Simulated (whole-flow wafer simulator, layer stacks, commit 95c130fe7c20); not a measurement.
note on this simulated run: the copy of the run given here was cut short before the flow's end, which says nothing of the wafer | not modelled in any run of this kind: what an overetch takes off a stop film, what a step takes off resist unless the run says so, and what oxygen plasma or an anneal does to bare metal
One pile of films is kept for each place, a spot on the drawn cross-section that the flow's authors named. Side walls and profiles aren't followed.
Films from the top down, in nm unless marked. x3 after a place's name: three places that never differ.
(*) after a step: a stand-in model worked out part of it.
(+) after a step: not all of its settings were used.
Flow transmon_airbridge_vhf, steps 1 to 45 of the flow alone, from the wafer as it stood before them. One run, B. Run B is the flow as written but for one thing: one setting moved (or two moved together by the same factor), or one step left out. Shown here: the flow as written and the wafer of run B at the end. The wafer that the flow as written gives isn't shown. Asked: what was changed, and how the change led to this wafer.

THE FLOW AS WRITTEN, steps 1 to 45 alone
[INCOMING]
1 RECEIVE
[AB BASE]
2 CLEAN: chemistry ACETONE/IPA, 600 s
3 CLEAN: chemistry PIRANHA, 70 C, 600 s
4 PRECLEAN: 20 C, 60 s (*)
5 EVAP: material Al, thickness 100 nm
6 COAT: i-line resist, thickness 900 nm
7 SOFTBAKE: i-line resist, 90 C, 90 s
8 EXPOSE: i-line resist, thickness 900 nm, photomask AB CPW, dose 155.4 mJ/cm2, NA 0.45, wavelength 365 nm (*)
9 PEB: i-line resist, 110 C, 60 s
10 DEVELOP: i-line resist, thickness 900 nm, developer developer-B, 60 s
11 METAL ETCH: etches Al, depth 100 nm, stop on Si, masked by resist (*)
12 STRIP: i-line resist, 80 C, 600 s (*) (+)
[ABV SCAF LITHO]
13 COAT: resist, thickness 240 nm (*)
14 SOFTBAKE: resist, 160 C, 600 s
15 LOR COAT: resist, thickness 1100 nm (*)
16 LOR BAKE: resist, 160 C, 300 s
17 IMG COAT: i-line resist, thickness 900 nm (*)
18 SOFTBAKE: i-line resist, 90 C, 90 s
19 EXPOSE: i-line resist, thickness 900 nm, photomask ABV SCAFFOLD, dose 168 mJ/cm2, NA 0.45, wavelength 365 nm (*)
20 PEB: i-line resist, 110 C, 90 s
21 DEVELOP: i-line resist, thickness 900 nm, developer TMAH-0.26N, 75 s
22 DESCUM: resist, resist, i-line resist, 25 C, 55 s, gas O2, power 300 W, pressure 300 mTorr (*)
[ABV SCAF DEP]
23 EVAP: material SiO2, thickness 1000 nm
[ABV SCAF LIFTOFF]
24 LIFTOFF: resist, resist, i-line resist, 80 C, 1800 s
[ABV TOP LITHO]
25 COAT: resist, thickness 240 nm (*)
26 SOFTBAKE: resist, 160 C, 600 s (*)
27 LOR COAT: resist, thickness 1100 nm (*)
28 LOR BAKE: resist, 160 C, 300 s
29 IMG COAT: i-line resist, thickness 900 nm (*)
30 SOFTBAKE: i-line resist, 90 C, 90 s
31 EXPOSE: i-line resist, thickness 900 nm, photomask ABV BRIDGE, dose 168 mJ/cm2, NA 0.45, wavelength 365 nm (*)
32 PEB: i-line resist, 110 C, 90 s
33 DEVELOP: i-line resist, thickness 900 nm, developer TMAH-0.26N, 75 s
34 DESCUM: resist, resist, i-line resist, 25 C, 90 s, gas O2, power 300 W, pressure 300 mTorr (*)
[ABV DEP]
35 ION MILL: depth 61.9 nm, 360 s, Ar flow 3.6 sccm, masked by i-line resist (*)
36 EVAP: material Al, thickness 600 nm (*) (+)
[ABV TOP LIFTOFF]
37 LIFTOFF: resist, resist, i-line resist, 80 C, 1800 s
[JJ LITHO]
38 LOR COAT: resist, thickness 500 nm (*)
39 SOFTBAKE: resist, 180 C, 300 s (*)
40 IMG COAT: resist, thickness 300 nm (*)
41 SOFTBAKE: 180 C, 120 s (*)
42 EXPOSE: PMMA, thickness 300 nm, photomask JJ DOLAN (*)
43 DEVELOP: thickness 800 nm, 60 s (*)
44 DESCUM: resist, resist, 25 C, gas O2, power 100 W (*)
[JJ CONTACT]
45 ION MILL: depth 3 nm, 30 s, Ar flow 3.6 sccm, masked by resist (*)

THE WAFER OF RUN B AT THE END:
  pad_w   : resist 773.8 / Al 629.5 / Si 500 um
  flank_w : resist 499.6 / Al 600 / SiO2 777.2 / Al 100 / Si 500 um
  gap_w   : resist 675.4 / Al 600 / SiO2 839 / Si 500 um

The cause: step 23, EVAP: thickness 875 nm was run, where the flow has thickness 1000 nm.

How the change led to this, step by step:
  23 EVAP: material SiO2, thickness 1000 nm
      field x3, jj_line, ground_far and 10 more: SiO2 +875 (new film) (as written it would be: SiO2 +1000 (new film))
      flank_w, flank_e: SiO2 +813.2 (new film) (as written it would be: SiO2 +929.3 (new film))
  24 LIFTOFF: resist, resist, i-line resist, 80 C, 1800 s
      field x3, jj_line, trace_open_s x2: SiO2 -875 (all of it), i-line resist -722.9 (all of it), resist -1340 (all of it) (as written it would be: SiO2 -1000 (all of it), i-line resist -722.9 (all of it), resist -1340 (all of it))
      pad_w, pad_e: SiO2 -875 (all of it), i-line resist -718 (all of it), resist -1330.2 (all of it) (as written it would be: SiO2 -1000 (all of it), i-line resist -718 (all of it), resist -1330.2 (all of it))
      (and at 1 more place)
  25 COAT: resist, thickness 240 nm (*)
      flank_w, flank_e: resist +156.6 (new film) (as written it would be: resist +152.6 (new film))
      gap_w, gap_e: resist +216.1 (new film) (as written it would be: resist +210.7 (new film))
      (and at 5 more places)
  27 LOR COAT: resist, thickness 1100 nm (*)
      margin_s, margin_n: resist +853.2 (as written it would be: resist +823.4)
      flank_w: resist +853.1 (as written it would be: resist +822.6)
      (and at 2 more places)
  29 IMG COAT: i-line resist, thickness 900 nm (*)
      margin_s, margin_n: i-line resist +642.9 (new film) (as written it would be: i-line resist +603.2 (new film))
      flank_w: i-line resist +774.1 (new film) (as written it would be: i-line resist +749.9 (new film))
      (and at 5 more places)
  32 PEB: i-line resist, 110 C, 90 s
      flank_w, flank_e: i-line resist -39.6 (as written it would be: i-line resist -38.3)
      gap_w, gap_e: i-line resist -36.3 (as written it would be: i-line resist -34.7)
      (and at 4 more places)
  33 DEVELOP: i-line resist, thickness 900 nm, developer TMAH-0.26N, 75 s
      gap_w, gap_e: i-line resist -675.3 (all of it), resist -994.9 (as written it would be: i-line resist -646.9 (all of it), resist -977.8)
      flank_w: i-line resist -734 (all of it), resist -853.1 (as written it would be: i-line resist -710.9 (all of it), resist -822.6)
      (and at 3 more places)
  34 DESCUM: resist, resist, i-line resist, 25 C, 90 s, gas O2, power 300 W, pressure 300 mTorr (*)
      flank_w, flank_e: resist -156.6 (all of it) (as written it would be: resist -152.6 (all of it))
      gap_w, gap_e: resist -216.1 (all of it) (as written it would be: resist -210.7 (all of it))
      (and at 3 more places)
  37 LIFTOFF: resist, resist, i-line resist, 80 C, 1800 s
      margin_s, margin_n: Al -600 (all of it), i-line resist -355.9 (all of it), resist -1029 (all of it) (as written it would be: Al -600 (all of it), i-line resist -318.3 (all of it), resist -992 (all of it))
      ground_far: Al -600 (all of it), i-line resist -702.4 (all of it), resist -1380.7 (all of it) (as written it would be: Al -600 (all of it), i-line resist -717.9 (all of it), resist -1384.9 (all of it))
  38 LOR COAT: resist, thickness 500 nm (*)
      flank_w, flank_e: resist +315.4 (new film) (as written it would be: resist +306.5 (new film))
      margin_s, margin_n: resist +454.7 (new film) (as written it would be: resist +445.3 (new film))
  40 IMG COAT: resist, thickness 300 nm (*)
      gap_w, gap_e: resist +251 (as written it would be: resist +245.7)
      margin_s, margin_n: resist +256.4 (as written it would be: resist +248.7)
      (and at 1 more place)
